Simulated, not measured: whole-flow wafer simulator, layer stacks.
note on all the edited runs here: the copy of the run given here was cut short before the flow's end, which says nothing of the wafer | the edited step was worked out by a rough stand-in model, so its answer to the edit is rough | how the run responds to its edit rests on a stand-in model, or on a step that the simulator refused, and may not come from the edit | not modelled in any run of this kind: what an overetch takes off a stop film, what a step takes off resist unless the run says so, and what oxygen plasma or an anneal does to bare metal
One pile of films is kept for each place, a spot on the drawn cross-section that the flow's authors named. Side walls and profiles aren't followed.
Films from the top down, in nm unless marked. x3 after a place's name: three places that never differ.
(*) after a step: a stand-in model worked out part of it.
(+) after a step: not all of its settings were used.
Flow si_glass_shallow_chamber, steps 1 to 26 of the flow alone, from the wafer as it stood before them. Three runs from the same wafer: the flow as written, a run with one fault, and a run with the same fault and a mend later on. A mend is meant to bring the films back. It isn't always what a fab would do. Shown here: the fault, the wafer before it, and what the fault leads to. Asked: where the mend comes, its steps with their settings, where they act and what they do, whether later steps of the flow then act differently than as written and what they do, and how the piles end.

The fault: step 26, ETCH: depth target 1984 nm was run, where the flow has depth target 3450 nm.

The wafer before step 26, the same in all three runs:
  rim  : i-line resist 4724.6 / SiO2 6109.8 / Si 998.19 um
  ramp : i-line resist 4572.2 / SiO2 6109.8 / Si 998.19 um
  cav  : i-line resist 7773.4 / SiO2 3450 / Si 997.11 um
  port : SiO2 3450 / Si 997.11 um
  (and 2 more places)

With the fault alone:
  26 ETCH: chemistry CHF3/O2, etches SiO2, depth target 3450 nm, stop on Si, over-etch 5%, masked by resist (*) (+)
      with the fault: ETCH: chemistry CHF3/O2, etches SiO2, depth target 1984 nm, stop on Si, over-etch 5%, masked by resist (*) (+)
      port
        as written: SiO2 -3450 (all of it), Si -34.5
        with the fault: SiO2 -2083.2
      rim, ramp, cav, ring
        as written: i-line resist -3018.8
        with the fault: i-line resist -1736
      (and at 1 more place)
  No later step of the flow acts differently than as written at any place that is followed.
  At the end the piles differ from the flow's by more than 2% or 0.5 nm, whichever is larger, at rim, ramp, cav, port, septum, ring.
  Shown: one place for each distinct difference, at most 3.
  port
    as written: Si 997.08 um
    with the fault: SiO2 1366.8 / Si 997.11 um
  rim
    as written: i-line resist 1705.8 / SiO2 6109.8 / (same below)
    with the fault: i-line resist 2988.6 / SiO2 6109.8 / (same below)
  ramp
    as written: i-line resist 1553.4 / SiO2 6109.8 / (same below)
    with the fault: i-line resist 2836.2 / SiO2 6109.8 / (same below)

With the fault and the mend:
  The mend comes after step 26.
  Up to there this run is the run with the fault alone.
  26a ETCH: chemistry CHF3/O2, etches SiO2, depth target 1466 nm, stop on Si, over-etch 5%, masked by resist (*) (the flow's step 26 once more, with other settings)
      ramp, cav, septum, ring
        i-line resist -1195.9
      rim
        i-line resist -1196
      port
        SiO2 -1366.8 (all of it), Si -34.5
  No later step of the flow acts differently than as written at any place that is followed.
  At the end the piles differ from the flow's by more than 2% or 0.5 nm, whichever is larger, at rim, ramp, septum, ring.
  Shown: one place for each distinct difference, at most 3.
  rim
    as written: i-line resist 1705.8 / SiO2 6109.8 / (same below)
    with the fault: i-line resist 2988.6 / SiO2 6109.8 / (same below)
    with the mend: i-line resist 1792.6 / SiO2 6109.8 / (same below)
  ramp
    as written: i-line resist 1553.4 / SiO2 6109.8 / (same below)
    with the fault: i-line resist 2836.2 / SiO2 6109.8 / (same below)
    with the mend: i-line resist 1640.2 / SiO2 6109.8 / (same below)
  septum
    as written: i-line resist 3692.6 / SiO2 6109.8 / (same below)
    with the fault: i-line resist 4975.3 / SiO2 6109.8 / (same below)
    with the mend: i-line resist 3779.4 / SiO2 6109.8 / (same below)
